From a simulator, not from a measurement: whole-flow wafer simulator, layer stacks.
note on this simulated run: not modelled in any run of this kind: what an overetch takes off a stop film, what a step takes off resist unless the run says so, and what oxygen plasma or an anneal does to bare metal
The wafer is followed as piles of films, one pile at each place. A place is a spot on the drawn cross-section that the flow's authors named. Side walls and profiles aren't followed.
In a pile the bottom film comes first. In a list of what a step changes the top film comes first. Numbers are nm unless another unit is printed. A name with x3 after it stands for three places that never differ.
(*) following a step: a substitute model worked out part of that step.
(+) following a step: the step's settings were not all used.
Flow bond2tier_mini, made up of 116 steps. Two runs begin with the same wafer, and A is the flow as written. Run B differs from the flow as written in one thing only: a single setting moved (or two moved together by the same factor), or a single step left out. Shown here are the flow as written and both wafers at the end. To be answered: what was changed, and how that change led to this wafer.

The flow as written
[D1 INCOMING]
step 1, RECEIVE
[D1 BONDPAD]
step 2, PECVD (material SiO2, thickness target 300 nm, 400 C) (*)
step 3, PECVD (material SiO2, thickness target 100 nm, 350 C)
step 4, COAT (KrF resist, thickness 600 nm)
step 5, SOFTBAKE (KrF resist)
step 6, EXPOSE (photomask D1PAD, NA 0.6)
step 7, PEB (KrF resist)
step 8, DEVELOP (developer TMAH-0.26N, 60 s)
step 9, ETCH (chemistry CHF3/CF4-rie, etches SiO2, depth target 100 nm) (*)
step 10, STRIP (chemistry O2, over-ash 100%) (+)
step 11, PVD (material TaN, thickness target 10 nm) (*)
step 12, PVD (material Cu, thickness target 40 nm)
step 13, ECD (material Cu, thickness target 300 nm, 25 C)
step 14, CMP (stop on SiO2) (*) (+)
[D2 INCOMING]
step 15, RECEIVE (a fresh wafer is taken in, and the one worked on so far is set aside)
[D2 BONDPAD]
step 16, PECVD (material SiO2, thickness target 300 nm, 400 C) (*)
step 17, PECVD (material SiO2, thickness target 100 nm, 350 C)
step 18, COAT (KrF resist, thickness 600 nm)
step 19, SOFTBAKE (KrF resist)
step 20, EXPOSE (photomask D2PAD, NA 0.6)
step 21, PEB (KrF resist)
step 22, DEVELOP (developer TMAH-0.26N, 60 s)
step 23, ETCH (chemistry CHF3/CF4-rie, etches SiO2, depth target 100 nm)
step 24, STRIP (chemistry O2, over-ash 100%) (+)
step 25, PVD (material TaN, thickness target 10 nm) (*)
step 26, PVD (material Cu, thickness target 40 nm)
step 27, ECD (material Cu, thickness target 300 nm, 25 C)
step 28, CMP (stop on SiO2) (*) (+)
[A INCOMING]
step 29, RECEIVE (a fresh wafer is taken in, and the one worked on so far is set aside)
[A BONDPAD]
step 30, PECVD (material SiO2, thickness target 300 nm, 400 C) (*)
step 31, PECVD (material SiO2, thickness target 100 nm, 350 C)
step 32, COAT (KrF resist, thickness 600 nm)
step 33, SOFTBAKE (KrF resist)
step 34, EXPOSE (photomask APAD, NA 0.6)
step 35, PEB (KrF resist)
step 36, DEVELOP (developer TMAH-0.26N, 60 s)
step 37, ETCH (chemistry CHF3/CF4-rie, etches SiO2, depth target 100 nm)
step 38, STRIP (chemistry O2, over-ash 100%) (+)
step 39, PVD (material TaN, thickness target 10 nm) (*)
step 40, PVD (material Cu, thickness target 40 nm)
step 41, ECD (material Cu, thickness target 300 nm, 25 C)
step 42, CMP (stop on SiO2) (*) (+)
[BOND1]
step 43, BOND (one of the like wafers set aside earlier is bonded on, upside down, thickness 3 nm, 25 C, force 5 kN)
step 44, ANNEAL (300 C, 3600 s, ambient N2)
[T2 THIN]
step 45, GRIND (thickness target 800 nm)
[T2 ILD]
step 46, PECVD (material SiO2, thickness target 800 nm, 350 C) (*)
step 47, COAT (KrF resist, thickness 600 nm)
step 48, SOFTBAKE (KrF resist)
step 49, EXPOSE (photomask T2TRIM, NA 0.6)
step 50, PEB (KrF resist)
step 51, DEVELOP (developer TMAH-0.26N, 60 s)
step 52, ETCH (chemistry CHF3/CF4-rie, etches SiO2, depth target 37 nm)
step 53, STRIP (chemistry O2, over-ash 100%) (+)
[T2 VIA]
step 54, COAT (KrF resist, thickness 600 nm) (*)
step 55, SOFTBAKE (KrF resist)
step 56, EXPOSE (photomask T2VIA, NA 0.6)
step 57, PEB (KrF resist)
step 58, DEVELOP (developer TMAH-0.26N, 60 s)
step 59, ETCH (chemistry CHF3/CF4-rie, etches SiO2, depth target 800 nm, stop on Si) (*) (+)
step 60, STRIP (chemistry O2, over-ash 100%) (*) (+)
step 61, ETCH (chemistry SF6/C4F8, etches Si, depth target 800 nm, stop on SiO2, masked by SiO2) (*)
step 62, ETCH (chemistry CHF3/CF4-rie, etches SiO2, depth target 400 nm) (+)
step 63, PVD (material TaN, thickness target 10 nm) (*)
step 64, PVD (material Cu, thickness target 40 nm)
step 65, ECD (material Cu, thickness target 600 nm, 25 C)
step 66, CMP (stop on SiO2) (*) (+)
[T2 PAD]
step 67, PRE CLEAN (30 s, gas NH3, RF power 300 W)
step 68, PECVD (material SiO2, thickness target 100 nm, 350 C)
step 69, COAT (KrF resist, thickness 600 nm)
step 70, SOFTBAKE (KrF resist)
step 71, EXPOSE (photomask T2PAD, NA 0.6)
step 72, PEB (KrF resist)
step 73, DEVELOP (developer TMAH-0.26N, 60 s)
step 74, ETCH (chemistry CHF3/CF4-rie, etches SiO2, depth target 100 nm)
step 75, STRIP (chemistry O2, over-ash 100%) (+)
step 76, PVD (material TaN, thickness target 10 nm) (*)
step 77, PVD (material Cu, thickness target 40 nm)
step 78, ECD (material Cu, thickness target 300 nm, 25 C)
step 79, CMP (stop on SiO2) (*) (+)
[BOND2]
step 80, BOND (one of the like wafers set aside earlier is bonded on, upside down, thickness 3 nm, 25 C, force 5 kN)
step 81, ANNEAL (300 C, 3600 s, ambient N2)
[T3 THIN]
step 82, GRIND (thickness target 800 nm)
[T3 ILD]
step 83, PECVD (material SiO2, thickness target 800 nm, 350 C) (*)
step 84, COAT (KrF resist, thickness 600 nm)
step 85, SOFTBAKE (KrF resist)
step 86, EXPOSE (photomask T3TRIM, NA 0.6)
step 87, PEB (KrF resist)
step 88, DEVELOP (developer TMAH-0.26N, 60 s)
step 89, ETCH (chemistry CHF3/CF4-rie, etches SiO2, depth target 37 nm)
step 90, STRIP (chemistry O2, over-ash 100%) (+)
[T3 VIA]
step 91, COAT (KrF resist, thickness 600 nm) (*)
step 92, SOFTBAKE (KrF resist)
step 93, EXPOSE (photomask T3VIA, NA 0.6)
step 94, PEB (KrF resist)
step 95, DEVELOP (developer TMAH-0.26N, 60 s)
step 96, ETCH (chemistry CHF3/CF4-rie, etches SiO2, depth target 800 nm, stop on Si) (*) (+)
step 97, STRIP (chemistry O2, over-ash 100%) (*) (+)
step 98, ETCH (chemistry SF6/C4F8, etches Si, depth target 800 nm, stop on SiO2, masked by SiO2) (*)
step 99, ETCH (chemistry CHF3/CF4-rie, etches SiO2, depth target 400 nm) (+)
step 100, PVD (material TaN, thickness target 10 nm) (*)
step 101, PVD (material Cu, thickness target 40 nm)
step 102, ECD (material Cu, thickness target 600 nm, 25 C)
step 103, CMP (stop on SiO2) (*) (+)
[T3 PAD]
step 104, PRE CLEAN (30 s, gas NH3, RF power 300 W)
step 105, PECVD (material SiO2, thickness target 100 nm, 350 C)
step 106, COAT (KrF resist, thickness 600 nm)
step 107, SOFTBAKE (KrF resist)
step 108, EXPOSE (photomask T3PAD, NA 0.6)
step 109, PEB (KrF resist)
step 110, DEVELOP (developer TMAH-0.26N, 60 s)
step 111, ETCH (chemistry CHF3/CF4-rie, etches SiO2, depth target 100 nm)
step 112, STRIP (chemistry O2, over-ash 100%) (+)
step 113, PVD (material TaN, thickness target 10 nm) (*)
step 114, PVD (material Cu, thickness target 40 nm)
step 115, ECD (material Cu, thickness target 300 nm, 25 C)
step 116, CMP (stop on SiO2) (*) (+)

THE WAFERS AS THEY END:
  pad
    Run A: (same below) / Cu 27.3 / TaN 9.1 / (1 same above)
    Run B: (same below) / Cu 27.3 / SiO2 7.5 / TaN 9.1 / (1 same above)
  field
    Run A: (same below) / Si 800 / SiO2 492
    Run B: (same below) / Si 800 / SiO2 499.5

What caused this: step 105, PECVD: thickness target 107.5 nm was run, whereas the flow has thickness target 100 nm.

The path from the change to this, step by step:
  step 105, PECVD (material SiO2, thickness target 100 nm, 350 C)
      field: A +100 SiO2 | B +107.5 SiO2
      pad: A +100 SiO2 (new film) | B +107.5 SiO2 (new film)
  step 111, ETCH (chemistry CHF3/CF4-rie, etches SiO2, depth target 100 nm)
      pad: A -100 SiO2 (all of it) | B -100 SiO2
If metal films that touch count as one body, pad has 4 bodies (between them, from the top down: SiO2 7.5; SiO2 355 / Si 800 / chemical SiO2 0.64 / SiO2 300; SiO2 355 / Si 800 / chemical SiO2 0.64 / SiO2 300); the flow as written gives 3 bodies (between them, from the top down: SiO2 355 / Si 800 / chemical SiO2 0.64 / SiO2 300; SiO2 355 / Si 800 / chemical SiO2 0.64 / SiO2 300).
